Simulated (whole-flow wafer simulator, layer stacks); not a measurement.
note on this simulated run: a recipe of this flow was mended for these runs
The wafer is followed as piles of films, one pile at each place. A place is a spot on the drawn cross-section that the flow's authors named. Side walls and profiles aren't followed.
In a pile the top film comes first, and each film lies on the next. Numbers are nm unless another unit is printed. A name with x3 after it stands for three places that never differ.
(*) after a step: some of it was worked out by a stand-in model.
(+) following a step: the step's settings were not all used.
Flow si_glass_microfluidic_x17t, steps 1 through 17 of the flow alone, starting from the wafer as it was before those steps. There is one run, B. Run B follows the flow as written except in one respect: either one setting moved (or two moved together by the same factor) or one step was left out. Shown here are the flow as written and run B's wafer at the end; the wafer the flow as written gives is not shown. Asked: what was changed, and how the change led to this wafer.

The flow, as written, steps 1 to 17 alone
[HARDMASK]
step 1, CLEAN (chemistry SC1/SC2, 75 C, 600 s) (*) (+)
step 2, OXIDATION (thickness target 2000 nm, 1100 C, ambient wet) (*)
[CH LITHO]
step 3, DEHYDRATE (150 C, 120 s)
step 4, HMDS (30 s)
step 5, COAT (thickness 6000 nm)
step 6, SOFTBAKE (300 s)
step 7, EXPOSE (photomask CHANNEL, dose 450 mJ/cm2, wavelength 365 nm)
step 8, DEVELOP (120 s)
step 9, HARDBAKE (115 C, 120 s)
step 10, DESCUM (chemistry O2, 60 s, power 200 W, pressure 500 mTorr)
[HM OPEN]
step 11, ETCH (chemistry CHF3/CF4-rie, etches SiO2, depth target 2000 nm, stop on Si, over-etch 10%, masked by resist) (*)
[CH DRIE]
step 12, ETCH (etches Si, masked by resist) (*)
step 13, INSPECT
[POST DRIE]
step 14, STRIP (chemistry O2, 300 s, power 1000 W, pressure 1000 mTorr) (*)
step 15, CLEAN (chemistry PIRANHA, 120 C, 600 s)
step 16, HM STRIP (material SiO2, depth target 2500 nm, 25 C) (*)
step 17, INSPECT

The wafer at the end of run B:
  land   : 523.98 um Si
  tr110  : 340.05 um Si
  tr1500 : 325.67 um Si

The reason: step 2, OXIDATION: thickness target 2308 nm was run, whereas the flow has thickness target 2000 nm.

How this came from the change, step by step:
  step 2, OXIDATION (thickness target 2000 nm, 1100 C, ambient wet) (*)
      land, tr110, tr1500, tr15: +2308 SiO2 (new film), -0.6 chemical SiO2 (all of it), -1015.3 Si (in the flow as written it would be: +2000 SiO2 (new film), -0.6 chemical SiO2 (all of it), -879.7 Si)
  step 11, ETCH (chemistry CHF3/CF4-rie, etches SiO2, depth target 2000 nm, stop on Si, over-etch 10%, masked by resist) (*)
      tr110, tr1500, tr15: -2200 SiO2 (in the flow as written it would be: -2000 SiO2 (all of it), -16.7 Si)
  step 12, ETCH (etches Si, masked by resist) (*)
      tr110: -108 SiO2 (all of it), -183.92 um Si (in the flow as written it would be: -200.12 um Si)
      tr1500: -108 SiO2 (all of it), -198.31 um Si (in the flow as written it would be: -215.73 um Si)
      (and at 1 other place as well)
  step 16, HM STRIP (material SiO2, depth target 2500 nm, 25 C) (*)
      land: -2308 SiO2 (all of it) (in the flow as written it would be: -2000 SiO2 (all of it))
